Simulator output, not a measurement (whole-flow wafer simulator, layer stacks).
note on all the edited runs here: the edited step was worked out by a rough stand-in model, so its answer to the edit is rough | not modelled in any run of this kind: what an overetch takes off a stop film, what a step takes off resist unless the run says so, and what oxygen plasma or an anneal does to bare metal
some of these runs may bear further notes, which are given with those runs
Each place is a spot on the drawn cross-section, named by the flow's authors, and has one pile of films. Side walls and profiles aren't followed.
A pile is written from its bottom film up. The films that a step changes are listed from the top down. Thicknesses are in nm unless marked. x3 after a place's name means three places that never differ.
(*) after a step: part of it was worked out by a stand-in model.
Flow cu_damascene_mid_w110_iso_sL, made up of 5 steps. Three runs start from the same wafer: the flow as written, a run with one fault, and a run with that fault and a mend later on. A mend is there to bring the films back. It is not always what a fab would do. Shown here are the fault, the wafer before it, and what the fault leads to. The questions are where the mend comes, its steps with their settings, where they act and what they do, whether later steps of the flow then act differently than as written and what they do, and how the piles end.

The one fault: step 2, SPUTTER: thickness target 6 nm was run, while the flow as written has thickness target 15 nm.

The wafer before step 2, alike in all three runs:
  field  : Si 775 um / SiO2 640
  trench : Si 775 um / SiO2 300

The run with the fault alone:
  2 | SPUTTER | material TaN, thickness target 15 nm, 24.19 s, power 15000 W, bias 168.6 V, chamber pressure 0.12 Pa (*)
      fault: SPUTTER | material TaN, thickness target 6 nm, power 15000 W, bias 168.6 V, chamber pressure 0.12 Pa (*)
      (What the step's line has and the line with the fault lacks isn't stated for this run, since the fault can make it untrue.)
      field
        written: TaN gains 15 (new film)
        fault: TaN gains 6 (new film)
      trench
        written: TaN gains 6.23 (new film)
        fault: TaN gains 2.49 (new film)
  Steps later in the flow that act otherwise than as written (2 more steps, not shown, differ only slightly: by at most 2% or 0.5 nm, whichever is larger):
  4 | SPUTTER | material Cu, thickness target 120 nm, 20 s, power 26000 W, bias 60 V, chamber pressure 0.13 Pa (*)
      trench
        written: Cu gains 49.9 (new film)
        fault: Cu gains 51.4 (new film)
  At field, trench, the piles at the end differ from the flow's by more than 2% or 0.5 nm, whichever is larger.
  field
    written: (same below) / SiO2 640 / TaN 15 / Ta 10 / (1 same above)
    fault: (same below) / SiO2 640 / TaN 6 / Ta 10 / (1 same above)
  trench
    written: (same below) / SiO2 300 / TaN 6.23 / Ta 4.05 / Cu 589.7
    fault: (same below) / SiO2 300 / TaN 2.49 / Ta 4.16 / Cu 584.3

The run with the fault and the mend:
  The mend stands after step 2.
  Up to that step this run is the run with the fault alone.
  2a | SPUTTER | material TaN, thickness target 9 nm, power 15000 W, bias 168.6 V, chamber pressure 0.12 Pa (*) (the flow's step 2, run once more with other settings)
      field
        TaN gains 9
      trench
        TaN gains 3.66
  Every later step of the flow that is run acts as written, at every place that is followed, to within 2% or 0.5 nm, whichever is larger.
  At the end the piles are close to the flow's at the places that both follow, differing by at most 2% or 0.5 nm, whichever is larger.
